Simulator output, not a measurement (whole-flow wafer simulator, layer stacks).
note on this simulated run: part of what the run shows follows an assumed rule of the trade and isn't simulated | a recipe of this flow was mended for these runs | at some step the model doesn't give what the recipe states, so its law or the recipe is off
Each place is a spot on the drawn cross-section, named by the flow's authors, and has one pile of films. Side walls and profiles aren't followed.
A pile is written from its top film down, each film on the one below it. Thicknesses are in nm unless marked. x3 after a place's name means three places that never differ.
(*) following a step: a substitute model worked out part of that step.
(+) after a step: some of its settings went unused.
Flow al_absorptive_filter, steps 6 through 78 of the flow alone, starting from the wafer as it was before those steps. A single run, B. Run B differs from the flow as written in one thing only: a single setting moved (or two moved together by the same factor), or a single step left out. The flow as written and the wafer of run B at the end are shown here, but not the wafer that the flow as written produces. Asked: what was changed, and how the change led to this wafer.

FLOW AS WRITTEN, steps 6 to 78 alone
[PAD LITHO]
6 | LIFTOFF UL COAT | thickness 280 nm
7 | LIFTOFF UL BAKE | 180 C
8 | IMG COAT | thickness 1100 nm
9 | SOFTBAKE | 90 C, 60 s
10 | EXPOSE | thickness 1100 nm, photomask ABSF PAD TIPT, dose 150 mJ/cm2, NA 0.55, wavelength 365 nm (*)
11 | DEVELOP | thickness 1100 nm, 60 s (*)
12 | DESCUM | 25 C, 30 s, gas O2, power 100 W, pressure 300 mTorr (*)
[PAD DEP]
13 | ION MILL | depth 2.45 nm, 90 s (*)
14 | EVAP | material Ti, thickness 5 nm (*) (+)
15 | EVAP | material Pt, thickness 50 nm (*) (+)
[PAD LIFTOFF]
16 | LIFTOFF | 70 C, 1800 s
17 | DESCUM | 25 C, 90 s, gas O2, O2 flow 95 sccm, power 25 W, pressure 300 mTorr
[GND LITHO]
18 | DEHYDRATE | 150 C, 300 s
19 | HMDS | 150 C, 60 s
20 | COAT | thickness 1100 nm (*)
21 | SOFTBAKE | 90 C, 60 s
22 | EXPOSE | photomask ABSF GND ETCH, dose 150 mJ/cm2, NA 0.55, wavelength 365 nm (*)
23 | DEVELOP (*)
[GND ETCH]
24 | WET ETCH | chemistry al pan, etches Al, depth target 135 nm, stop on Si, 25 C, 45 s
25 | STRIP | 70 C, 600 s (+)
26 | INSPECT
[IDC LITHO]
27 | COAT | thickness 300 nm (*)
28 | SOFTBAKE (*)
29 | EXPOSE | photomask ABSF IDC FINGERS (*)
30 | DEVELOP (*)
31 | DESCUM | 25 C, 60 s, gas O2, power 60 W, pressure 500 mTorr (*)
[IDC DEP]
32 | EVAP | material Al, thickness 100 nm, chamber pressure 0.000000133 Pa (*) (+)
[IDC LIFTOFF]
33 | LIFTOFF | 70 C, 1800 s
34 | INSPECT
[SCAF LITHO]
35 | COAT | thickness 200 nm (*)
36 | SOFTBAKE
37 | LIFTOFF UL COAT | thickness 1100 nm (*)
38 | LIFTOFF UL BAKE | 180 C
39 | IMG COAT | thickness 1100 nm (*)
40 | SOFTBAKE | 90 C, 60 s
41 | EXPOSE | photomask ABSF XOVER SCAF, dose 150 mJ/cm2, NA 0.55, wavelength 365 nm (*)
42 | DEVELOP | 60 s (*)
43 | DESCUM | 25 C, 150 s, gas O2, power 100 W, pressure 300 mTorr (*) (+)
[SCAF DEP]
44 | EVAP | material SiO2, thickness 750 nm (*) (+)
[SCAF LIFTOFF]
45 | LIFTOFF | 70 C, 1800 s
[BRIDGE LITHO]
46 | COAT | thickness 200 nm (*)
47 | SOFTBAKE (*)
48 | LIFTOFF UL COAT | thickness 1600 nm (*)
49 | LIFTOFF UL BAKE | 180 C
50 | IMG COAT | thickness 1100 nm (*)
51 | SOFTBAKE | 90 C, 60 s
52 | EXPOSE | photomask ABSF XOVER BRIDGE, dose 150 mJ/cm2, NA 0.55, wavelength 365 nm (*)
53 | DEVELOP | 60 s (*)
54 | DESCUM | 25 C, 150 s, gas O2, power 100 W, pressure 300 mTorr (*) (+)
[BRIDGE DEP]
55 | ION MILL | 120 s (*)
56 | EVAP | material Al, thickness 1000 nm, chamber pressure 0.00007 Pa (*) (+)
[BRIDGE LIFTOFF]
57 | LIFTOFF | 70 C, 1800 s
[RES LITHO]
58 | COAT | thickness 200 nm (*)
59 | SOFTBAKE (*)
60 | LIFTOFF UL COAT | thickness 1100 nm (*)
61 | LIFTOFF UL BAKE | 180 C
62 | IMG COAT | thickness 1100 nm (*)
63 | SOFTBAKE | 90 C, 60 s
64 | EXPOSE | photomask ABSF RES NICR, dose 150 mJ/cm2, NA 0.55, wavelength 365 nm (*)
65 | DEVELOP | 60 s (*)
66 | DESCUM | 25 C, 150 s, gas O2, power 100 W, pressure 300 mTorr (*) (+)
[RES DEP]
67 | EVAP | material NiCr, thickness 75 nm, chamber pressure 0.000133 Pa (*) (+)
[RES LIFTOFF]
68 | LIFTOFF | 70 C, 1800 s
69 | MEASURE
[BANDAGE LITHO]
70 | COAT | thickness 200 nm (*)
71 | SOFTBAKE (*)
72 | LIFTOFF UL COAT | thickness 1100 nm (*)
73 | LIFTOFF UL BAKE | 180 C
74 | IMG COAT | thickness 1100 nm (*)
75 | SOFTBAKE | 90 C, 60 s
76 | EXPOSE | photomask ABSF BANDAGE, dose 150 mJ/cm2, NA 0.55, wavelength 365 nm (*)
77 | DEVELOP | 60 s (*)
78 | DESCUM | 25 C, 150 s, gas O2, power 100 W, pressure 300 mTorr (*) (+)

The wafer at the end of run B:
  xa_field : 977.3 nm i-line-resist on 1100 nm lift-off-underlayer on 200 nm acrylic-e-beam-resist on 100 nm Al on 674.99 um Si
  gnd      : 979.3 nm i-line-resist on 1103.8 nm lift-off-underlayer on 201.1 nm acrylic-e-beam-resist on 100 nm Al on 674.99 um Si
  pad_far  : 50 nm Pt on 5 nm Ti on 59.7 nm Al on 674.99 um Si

The reason: step 11, DEVELOP: 50.4 s was run, though the flow has 60 s.

Step by step, how the change led to this:
  11 | DEVELOP | thickness 1100 nm, 60 s (*)
      pad_far, pad_near: i-line-resist loses 1100 (all of it), lift-off-underlayer loses 280 (all of it), Al loses 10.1 (it would be, as written: i-line-resist loses 1100 (all of it), lift-off-underlayer loses 280 (all of it), Al loses 13.3)
